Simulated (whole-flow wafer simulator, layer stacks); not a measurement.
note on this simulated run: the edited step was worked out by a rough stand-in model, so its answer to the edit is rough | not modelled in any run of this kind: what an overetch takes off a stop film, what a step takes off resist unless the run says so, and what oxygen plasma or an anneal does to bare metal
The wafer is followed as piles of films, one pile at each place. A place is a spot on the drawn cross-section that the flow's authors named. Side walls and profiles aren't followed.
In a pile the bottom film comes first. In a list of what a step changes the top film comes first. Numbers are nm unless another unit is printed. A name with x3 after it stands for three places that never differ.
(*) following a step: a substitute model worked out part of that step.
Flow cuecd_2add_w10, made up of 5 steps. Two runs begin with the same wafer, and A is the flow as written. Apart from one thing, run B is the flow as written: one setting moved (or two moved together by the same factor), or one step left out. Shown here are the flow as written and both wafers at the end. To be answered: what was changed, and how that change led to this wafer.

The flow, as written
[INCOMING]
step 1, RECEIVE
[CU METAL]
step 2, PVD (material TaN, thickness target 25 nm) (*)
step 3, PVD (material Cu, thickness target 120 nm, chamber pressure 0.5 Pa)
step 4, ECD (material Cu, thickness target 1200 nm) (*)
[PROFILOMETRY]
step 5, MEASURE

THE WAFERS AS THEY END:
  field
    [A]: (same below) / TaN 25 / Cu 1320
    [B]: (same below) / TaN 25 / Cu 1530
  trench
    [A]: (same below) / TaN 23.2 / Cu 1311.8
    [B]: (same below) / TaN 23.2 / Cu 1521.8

The reason: step 4, ECD: thickness target 1410 nm was run, whereas the flow has thickness target 1200 nm.

Step by step, how the change led to this:
  step 4, ECD (material Cu, thickness target 1200 nm) (*)
      field, trench: A +1200 Cu | B +1410 Cu
